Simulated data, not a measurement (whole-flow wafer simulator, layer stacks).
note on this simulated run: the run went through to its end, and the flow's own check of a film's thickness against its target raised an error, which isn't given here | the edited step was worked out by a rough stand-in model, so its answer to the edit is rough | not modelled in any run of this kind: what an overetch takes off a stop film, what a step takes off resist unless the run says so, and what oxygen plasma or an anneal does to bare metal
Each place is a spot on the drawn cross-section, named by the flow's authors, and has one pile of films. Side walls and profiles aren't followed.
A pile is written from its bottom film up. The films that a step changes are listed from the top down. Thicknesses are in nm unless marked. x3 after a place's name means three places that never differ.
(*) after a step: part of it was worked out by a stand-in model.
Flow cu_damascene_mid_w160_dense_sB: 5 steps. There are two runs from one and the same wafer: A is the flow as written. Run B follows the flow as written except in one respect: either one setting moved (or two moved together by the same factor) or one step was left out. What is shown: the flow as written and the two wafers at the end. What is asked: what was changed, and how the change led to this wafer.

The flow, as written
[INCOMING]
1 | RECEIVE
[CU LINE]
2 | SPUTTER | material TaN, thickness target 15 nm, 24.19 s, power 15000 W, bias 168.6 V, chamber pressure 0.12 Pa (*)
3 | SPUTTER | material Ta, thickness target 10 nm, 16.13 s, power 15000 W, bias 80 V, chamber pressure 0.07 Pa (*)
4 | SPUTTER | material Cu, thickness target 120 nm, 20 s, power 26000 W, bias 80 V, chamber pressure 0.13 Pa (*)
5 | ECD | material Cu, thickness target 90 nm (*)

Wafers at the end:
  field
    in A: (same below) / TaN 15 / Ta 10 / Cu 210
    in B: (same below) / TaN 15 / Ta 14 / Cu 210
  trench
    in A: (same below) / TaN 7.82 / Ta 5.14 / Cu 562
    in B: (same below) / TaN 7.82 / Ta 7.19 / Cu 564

Cause: step 3, SPUTTER: thickness target 14 nm was run, while the flow as written has thickness target 10 nm; step 3, SPUTTER: 22.58 s was run, where the flow has 16.13 s.
The wafer itself shows it: field has Ta 14, and step 3 as written asks for 10 nm.

The path from the change to this, step by step:
  3 | SPUTTER | material Ta, thickness target 10 nm, 16.13 s, power 15000 W, bias 80 V, chamber pressure 0.07 Pa (*)
      field: A +10 Ta (new film) | B +14 Ta (new film)
      trench: A +5.14 Ta (new film) | B +7.19 Ta (new film)
